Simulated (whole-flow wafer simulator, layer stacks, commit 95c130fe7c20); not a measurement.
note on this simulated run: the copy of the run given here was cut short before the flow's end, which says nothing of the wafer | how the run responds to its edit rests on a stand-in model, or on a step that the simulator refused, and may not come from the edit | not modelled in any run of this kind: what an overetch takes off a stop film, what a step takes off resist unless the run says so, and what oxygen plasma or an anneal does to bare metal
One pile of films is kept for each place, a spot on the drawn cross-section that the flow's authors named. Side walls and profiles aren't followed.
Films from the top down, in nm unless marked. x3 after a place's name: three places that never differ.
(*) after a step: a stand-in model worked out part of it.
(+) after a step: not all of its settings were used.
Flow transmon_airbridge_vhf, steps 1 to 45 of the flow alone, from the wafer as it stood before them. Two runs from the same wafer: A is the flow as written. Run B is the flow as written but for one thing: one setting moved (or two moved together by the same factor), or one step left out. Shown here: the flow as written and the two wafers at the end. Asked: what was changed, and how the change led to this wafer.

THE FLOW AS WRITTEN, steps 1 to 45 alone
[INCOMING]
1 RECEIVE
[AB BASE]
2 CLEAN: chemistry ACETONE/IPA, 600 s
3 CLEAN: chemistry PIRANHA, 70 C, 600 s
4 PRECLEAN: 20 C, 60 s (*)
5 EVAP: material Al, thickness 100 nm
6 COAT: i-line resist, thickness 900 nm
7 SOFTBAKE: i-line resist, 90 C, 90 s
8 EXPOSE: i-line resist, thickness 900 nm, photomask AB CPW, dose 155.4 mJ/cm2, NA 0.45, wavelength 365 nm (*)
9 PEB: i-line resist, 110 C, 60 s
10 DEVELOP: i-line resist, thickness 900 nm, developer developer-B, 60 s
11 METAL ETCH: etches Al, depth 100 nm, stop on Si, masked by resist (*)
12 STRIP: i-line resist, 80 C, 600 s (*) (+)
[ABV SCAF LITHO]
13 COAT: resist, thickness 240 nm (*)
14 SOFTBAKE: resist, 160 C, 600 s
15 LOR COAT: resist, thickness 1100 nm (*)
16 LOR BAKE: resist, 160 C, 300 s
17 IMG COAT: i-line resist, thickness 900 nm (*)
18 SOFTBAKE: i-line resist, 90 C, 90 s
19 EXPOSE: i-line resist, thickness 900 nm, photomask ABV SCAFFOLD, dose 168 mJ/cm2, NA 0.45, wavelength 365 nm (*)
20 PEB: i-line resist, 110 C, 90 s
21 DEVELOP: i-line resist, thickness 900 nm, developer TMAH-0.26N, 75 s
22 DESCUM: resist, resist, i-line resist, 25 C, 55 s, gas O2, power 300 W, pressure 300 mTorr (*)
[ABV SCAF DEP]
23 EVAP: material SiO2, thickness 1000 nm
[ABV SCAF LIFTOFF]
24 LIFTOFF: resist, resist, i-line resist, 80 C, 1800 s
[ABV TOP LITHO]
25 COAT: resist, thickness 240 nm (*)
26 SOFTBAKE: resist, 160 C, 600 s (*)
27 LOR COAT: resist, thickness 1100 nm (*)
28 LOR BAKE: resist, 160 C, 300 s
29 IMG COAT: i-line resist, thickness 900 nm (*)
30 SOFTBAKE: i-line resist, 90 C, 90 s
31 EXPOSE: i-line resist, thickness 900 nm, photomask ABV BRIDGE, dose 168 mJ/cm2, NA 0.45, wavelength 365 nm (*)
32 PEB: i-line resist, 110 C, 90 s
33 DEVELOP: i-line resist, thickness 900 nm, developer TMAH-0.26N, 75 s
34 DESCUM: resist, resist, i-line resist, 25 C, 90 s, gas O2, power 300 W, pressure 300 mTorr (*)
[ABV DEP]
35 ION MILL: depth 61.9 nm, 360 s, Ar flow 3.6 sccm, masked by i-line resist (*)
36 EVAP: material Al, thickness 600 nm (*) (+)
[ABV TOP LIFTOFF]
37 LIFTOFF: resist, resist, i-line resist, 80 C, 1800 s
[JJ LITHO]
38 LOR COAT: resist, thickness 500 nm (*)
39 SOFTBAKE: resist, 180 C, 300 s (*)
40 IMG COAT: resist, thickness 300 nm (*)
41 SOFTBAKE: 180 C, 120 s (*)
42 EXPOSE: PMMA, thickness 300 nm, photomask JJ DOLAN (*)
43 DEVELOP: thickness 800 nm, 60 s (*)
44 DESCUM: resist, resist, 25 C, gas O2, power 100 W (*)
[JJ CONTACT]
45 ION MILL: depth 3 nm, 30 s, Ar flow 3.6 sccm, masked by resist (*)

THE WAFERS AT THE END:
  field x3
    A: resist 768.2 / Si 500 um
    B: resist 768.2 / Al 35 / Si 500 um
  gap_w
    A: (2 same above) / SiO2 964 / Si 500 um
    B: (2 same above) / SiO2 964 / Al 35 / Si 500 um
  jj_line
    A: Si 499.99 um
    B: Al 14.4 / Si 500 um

The cause: step 5, EVAP: thickness 135 nm was run, where the flow has thickness 100 nm.

How the change led to this, step by step:
  5 EVAP: material Al, thickness 100 nm
      field x3, jj_line, ground_far and 12 more: A Al +100 (new film) | B Al +135 (new film)
  11 METAL ETCH: etches Al, depth 100 nm, stop on Si, masked by resist (*)
      field x3, jj_line, gap_w, gap_e: A Al -100 (all of it) | B Al -100
  45 ION MILL: depth 3 nm, 30 s, Ar flow 3.6 sccm, masked by resist (*)
      jj_line: A Si -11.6 | B Al -20.6
Counting metal films that touch as one body, field x3 has 1 body; the flow as written gives 0 bodies.
Counting metal films that touch as one body, gap_w has 2 bodies (between them, from the top down: SiO2 964); the flow as written gives 1 body.
Counting metal films that touch as one body, jj_line has 1 body; the flow as written gives 0 bodies.
